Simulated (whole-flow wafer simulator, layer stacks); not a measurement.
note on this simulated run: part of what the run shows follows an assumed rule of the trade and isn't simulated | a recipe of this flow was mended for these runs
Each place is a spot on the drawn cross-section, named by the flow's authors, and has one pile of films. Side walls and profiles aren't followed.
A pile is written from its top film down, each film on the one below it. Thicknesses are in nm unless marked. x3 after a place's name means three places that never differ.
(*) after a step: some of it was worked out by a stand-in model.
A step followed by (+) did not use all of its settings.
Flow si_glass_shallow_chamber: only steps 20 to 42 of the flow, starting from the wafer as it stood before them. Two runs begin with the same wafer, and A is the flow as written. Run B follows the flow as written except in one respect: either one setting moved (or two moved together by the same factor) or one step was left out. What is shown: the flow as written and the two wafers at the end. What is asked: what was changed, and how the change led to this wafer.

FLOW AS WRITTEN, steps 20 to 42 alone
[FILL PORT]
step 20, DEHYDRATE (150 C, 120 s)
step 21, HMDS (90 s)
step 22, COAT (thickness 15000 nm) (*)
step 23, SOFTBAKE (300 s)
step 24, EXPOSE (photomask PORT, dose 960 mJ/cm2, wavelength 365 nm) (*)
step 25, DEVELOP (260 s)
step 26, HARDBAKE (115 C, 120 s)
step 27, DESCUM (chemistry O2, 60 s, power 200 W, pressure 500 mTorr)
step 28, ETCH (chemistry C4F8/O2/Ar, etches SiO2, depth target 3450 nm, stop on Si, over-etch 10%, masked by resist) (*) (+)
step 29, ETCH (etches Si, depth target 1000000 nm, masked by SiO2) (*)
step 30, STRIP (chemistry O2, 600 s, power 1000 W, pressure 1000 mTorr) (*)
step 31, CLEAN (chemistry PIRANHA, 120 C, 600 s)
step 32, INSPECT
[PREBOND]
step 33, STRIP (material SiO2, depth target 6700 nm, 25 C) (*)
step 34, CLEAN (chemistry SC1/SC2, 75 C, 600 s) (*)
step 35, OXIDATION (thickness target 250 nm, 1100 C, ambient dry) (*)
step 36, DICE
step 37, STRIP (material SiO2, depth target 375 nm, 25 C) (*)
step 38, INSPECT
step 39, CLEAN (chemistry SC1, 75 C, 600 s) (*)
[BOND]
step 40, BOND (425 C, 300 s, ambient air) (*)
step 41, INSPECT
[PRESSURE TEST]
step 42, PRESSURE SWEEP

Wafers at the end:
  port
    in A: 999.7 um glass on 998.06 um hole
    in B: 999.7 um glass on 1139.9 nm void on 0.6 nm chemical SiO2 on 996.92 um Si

Cause: step 29, ETCH: etches Si, depth target 1000000 nm, masked by SiO2 (*), was skipped.

How this came from the change, step by step:
  step 30, STRIP (chemistry O2, 600 s, power 1000 W, pressure 1000 mTorr) (*)
      rim, ramp: A nothing | B thick-i-line-resist loses 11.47 um (all of it)
      septum, ring: A nothing | B thick-i-line-resist loses 13.13 um
      (and at 2 other places as well)
  step 31, CLEAN (chemistry PIRANHA, 120 C, 600 s)
      cav: A nothing | B thick-i-line-resist loses 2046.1 (all of it)
      septum: A nothing | B thick-i-line-resist loses 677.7 (all of it)
      (and at 1 other place as well)
  step 33, STRIP (material SiO2, depth target 6700 nm, 25 C) (*)
      port: A nothing | B chemical SiO2 loses 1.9 (all of it)
      rim, ramp: A SiO2 loses 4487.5 (all of it) | B SiO2 loses 6104.8 (all of it)
      (and at 2 other places as well)
  step 34, CLEAN (chemistry SC1/SC2, 75 C, 600 s) (*)
      port: A nothing | B chemical SiO2 gains 0.6 (new film), Si loses 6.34
  step 35, OXIDATION (thickness target 250 nm, 1100 C, ambient dry) (*)
      port: A nothing | B SiO2 gains 250 (new film), chemical SiO2 loses 0.6 (all of it), Si loses 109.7
  step 37, STRIP (material SiO2, depth target 375 nm, 25 C) (*)
      port: A nothing | B SiO2 loses 250 (all of it)
  step 39, CLEAN (chemistry SC1, 75 C, 600 s) (*)
      port: A nothing | B chemical SiO2 gains 0.6 (new film), Si loses 6.34
  step 40, BOND (425 C, 300 s, ambient air) (*)
      port: A glass gains 999.7 um (new film), hole gains 1017.3 | B glass gains 999.7 um (new film), void gains 1139.9 (new film)
